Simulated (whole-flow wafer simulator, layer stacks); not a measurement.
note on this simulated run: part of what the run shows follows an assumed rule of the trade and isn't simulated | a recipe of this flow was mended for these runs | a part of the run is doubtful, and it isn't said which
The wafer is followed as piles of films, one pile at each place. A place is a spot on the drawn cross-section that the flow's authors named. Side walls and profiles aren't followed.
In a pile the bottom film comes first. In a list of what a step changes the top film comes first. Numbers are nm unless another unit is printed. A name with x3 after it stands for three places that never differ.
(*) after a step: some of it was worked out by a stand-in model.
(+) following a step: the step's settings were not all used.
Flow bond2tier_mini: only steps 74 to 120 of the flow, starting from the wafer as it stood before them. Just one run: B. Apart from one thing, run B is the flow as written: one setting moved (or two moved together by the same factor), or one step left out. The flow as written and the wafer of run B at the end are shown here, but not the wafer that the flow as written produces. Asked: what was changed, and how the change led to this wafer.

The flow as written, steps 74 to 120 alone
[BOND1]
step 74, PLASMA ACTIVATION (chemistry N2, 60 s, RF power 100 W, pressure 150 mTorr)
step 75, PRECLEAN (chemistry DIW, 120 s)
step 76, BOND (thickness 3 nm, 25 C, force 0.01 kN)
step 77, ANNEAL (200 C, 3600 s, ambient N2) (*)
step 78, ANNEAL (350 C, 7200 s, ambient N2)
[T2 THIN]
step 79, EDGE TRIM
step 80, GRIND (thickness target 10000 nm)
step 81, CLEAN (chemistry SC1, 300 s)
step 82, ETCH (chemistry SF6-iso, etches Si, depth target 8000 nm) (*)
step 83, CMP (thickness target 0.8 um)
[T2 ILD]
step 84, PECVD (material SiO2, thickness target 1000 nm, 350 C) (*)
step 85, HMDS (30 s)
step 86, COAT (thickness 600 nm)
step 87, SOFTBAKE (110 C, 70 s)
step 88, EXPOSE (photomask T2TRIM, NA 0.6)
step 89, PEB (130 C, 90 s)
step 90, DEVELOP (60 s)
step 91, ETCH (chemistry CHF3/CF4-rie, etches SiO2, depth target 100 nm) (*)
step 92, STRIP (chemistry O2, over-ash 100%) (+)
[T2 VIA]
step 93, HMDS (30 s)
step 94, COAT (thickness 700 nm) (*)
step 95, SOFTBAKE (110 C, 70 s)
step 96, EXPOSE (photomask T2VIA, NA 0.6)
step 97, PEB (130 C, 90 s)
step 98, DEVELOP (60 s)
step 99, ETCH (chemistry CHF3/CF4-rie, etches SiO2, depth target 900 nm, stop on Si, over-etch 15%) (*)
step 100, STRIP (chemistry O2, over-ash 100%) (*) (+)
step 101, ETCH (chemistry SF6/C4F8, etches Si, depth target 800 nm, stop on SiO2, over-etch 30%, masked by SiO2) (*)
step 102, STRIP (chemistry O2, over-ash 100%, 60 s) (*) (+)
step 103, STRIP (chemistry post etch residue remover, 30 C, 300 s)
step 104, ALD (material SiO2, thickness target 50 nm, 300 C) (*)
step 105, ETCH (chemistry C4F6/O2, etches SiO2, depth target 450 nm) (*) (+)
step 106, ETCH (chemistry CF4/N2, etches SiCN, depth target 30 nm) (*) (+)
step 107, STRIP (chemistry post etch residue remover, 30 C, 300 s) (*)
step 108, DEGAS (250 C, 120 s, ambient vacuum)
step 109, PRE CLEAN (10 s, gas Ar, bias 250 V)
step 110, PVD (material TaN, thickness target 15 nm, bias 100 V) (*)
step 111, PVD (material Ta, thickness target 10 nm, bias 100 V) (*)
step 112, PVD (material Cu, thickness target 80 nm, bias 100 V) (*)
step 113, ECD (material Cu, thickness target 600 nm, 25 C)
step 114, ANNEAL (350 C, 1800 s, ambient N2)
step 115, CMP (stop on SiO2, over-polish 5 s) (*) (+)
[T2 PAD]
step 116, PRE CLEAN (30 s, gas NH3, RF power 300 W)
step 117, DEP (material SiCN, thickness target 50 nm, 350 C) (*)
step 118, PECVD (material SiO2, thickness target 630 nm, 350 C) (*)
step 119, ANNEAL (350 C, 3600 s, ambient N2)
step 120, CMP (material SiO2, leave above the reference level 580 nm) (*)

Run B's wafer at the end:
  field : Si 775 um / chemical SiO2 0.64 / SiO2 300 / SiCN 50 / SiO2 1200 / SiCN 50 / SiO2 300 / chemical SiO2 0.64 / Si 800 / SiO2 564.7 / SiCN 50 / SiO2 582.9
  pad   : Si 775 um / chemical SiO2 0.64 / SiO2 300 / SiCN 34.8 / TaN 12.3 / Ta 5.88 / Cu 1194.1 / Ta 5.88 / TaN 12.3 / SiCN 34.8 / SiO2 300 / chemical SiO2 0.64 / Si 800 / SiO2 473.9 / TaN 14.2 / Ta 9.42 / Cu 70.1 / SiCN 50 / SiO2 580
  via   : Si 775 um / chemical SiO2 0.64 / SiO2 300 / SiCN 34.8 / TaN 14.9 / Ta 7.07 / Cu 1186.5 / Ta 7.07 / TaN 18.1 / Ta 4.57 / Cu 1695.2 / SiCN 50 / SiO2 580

The reason: step 106, ETCH: depth target 19.2 nm was run, while the flow as written has depth target 30 nm.

How this came from the change, step by step:
  step 106, ETCH (chemistry CF4/N2, etches SiCN, depth target 30 nm) (*) (+)
      field, pad: SiO2 loses 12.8 (in the flow as written it would be: SiO2 loses 20)
      via: SiCN loses 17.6 (all of it), TaN loses 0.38 (in the flow as written it would be: SiCN loses 17.6 (all of it), TaN loses 3.01)
